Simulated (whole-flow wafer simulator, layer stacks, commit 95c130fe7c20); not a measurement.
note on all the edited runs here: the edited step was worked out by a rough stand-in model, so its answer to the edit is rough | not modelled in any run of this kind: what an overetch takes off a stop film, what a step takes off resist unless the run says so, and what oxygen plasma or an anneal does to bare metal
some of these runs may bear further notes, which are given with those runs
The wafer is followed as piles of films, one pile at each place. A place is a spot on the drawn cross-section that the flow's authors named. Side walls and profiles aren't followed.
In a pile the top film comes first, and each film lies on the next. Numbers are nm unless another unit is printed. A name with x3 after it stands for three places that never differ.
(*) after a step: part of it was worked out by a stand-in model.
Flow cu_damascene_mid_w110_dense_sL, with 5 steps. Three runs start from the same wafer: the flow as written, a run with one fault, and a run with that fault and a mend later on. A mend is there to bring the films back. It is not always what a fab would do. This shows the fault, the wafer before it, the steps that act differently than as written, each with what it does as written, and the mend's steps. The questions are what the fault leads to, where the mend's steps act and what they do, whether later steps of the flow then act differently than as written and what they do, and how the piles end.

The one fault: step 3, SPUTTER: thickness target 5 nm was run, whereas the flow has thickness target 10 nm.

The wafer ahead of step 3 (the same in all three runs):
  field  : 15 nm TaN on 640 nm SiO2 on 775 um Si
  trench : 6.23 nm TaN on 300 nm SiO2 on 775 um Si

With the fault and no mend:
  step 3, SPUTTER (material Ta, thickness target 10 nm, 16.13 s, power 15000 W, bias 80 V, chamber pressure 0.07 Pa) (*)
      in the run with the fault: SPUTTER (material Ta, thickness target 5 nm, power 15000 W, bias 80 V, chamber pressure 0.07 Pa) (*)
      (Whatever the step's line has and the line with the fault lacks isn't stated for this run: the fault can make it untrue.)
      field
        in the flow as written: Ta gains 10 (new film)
        in the run with the fault: Ta gains 5 (new film)
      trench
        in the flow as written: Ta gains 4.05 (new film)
        in the run with the fault: Ta gains 2.02 (new film)
  Every later step of the flow that is run acts as written, at every place that is followed, to within 2% or 0.5 nm, whichever is larger.
  At field, trench, the piles at the end differ from the flow's by more than 2% or 0.5 nm, whichever is larger.
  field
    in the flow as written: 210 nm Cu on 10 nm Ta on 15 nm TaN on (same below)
    in the run with the fault: 210 nm Cu on 5 nm Ta on 15 nm TaN on (same below)
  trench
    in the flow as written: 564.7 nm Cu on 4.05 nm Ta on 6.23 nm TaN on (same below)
    in the run with the fault: 561.7 nm Cu on 2.02 nm Ta on 6.23 nm TaN on (same below)

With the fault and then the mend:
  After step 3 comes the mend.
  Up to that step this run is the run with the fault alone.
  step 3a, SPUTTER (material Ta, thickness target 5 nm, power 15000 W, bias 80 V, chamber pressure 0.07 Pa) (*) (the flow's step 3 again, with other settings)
      field
        Ta gains 5
      trench
        Ta gains 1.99
  Every later step of the flow that is run acts as written at every place that is followed.
  The piles end only slightly different from the flow's at the places that both follow, by no more than 2% or 0.5 nm, whichever is larger.
